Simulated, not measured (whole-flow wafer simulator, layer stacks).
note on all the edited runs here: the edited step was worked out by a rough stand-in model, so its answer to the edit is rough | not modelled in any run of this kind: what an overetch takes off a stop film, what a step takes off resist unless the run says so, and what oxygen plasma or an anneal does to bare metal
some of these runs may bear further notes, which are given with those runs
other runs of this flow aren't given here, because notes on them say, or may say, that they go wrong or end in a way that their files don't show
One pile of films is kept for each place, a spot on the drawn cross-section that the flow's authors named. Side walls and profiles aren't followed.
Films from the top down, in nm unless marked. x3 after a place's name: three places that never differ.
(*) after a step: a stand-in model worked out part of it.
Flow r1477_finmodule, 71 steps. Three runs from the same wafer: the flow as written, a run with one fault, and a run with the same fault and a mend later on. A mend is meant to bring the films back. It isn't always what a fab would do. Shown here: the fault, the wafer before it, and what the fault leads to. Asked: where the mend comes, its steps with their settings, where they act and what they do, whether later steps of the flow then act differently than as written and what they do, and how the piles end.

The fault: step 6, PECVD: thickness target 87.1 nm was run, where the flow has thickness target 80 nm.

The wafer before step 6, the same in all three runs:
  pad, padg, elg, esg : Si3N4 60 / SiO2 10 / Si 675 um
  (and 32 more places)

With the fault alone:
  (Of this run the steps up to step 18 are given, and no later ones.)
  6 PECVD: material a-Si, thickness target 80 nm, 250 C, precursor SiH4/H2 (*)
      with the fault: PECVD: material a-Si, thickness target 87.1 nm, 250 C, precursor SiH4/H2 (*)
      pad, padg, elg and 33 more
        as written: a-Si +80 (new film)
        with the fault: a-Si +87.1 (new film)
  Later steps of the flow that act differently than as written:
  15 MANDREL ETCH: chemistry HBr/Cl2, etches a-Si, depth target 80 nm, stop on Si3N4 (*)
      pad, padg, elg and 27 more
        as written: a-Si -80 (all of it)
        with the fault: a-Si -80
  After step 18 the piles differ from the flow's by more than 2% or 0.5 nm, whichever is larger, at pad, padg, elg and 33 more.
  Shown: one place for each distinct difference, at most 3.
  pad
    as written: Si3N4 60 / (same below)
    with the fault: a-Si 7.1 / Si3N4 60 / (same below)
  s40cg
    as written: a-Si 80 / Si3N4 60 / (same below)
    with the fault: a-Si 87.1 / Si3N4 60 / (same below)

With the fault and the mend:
  The mend comes after step 7.
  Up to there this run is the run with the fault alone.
  7a ETCH: chemistry tmah, depth target 100.2 nm
      pad, padg, elg and 33 more
        a-Si -87.1 (all of it)
  7b PECVD: material a-Si, thickness target 80 nm, 250 C, precursor SiH4/H2 (*) (the flow's step 6 once more)
      pad, padg, elg and 33 more
        a-Si +80 (new film)
  No later step of the flow acts differently than as written at any place that is followed.
  At the end the piles are the same as the flow's at every place that both follow.
